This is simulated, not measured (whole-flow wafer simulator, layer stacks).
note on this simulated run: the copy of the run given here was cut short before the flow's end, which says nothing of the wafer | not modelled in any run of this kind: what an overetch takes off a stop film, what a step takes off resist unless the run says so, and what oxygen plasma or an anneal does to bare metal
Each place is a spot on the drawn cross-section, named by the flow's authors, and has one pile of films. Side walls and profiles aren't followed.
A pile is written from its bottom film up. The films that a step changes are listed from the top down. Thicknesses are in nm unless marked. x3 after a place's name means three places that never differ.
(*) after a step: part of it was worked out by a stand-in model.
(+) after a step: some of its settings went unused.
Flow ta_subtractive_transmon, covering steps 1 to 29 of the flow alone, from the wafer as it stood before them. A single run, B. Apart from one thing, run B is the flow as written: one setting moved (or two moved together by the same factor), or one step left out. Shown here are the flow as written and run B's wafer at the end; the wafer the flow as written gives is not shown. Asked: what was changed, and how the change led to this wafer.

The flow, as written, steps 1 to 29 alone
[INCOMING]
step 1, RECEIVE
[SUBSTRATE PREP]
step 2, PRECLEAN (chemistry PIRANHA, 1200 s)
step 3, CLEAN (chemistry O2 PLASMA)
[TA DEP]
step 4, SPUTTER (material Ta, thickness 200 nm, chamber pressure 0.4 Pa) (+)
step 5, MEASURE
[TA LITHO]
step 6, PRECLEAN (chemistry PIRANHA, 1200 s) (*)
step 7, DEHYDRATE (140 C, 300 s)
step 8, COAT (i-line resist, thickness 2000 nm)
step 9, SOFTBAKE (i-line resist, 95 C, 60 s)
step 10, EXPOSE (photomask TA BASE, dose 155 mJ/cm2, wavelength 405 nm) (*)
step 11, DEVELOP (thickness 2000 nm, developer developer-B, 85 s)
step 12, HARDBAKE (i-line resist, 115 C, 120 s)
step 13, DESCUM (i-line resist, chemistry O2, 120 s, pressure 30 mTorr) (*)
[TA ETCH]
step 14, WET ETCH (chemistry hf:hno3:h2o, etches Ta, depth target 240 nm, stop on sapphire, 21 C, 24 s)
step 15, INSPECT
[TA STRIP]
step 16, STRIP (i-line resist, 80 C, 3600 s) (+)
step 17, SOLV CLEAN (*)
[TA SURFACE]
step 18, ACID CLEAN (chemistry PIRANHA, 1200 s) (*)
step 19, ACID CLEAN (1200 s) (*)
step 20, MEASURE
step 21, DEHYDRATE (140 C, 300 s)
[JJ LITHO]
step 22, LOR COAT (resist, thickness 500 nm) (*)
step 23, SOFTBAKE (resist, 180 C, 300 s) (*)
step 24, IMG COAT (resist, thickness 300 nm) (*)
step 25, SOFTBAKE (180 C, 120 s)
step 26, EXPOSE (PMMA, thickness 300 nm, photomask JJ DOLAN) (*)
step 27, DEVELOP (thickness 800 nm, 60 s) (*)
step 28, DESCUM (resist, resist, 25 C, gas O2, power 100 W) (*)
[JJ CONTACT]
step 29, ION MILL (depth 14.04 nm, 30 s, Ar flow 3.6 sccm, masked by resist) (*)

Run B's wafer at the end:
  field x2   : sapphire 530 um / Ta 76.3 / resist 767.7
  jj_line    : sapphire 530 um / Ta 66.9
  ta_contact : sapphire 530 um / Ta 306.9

Cause: step 4, SPUTTER: thickness 316.6 nm was run, while the flow as written has thickness 200 nm.

Step by step, how the change led to this:
  step 4, SPUTTER (material Ta, thickness 200 nm, chamber pressure 0.4 Pa) (+)
      field x2, jj_line, lead, ta_contact, ta_pad: +316.6 Ta (new film) (it would be, as written: +200 Ta (new film))
  step 14, WET ETCH (chemistry hf:hno3:h2o, etches Ta, depth target 240 nm, stop on sapphire, 21 C, 24 s)
      field x2, jj_line, lead: -240 Ta (it would be, as written: -200 Ta (all of it))
  step 22, LOR COAT (resist, thickness 500 nm) (*)
      ta_contact: +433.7 resist (new film) (it would be, as written: +443.8 resist (new film))
  step 29, ION MILL (depth 14.04 nm, 30 s, Ar flow 3.6 sccm, masked by resist) (*)
      jj_line, lead: -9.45 Ta (it would be, as written: -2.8 sapphire)
If metal films that touch count as one body, field x2 has 1 body; the flow as written gives 0 bodies.
If metal films that touch count as one body, jj_line has 1 body; the flow as written gives 0 bodies.
